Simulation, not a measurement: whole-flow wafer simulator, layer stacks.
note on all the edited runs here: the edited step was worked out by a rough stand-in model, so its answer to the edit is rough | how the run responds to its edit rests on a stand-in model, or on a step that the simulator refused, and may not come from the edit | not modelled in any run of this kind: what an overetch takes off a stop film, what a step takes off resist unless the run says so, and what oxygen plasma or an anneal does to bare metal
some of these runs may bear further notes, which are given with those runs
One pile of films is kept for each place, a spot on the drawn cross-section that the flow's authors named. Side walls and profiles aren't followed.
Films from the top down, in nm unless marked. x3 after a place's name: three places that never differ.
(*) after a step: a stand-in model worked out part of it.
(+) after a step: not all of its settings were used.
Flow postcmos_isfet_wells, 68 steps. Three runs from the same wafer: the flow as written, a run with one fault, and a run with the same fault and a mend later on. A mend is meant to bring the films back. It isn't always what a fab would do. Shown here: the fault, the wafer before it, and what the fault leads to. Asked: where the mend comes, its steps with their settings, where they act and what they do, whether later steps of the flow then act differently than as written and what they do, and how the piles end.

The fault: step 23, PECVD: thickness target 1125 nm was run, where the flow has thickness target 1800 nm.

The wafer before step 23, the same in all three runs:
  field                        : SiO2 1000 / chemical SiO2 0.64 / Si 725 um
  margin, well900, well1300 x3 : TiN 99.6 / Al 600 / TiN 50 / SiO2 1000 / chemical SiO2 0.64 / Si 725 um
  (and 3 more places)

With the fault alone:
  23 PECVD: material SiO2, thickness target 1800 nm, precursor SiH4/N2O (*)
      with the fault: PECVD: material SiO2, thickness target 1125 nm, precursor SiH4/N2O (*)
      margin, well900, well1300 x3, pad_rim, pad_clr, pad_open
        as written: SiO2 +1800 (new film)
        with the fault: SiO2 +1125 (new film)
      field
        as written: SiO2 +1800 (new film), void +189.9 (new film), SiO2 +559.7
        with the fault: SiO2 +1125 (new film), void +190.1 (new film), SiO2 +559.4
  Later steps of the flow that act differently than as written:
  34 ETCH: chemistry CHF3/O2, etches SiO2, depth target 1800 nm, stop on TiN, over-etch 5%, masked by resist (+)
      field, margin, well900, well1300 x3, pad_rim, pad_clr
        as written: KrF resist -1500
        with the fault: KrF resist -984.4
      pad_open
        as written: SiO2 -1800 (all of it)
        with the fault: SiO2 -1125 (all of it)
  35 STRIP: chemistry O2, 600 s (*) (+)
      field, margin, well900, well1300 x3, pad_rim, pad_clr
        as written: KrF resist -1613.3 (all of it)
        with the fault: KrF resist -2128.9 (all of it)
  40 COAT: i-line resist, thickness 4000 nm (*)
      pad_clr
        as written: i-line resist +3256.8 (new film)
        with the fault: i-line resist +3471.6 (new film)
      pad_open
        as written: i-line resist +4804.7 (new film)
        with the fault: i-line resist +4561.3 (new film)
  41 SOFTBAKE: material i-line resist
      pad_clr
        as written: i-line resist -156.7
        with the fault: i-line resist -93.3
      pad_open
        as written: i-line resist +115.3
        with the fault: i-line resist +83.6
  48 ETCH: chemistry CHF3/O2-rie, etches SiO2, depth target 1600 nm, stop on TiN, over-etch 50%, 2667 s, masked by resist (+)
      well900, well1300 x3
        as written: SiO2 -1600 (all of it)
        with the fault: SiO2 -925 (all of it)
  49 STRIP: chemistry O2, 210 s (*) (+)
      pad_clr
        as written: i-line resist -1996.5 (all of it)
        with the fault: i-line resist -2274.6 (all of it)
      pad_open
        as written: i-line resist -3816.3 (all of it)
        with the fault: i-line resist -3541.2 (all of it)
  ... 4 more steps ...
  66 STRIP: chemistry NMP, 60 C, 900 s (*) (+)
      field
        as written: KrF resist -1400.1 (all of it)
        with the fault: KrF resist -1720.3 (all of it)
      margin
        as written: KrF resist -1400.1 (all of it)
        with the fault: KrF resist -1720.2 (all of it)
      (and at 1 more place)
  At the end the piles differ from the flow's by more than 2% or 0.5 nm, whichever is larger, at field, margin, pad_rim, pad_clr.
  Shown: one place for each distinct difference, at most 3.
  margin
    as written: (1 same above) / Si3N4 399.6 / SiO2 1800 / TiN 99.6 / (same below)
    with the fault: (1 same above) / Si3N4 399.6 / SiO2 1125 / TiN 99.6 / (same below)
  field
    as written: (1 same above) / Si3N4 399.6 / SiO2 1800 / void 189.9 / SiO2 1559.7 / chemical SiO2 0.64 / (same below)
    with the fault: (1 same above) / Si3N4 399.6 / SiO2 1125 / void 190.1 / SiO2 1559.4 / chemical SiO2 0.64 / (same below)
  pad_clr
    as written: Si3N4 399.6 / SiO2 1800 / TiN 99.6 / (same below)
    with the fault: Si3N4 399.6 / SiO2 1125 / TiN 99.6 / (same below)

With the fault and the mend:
  The mend comes after step 23.
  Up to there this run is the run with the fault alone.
  23a PECVD: material SiO2, thickness target 675 nm, precursor SiH4/N2O (*) (the flow's step 23 once more, with other settings)
      field, margin, well900, well1300 x3, pad_rim, pad_clr, pad_open
        SiO2 +675
  No later step of the flow acts differently than as written at any place that is followed.
  At the end the piles differ from the flow's only slightly at the places that both follow, by at most 2% or 0.5 nm, whichever is larger.
